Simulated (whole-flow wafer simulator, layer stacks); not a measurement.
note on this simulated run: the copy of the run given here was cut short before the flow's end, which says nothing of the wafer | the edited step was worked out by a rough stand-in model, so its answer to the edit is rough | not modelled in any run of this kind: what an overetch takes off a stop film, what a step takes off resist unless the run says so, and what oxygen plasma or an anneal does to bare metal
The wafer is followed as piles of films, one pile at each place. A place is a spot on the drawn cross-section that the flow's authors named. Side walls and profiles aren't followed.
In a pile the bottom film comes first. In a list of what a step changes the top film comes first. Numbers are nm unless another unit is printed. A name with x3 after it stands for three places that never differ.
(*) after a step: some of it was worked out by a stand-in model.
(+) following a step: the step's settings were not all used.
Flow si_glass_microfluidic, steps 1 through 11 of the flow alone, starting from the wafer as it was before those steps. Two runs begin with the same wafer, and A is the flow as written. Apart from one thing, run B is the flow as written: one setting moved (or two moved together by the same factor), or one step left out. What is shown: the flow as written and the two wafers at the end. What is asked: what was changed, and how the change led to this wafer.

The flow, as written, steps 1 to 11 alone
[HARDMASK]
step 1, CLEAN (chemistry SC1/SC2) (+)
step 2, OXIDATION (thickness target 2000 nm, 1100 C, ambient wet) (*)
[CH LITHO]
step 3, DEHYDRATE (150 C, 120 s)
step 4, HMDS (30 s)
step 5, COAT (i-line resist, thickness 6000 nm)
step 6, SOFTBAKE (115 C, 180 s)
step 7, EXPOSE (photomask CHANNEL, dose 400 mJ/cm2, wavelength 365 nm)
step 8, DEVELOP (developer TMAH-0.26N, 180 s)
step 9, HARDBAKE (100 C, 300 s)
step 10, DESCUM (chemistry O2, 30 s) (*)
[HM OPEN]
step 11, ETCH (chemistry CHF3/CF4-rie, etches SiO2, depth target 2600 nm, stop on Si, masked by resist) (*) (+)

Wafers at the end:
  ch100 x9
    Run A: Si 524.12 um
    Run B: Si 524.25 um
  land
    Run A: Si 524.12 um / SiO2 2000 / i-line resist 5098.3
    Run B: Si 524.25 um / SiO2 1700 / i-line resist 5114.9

What caused this: step 2, OXIDATION: thickness target 1700 nm was run, though the flow has thickness target 2000 nm.
The wafer lets one read it off: land has SiO2 1700, and step 2 as written asks for 2000 nm.

Step by step, how the change led to this:
  step 2, OXIDATION (thickness target 2000 nm, 1100 C, ambient wet) (*)
      land, ch100 x9: A +2000 SiO2 (new film), -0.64 chemical SiO2 (all of it), -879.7 Si | B +1700 SiO2 (new film), -0.64 chemical SiO2 (all of it), -747.7 Si
  step 11, ETCH (chemistry CHF3/CF4-rie, etches SiO2, depth target 2600 nm, stop on Si, masked by resist) (*) (+)
      ch100 x9: A -2000 SiO2 (all of it) | B -1700 SiO2 (all of it)
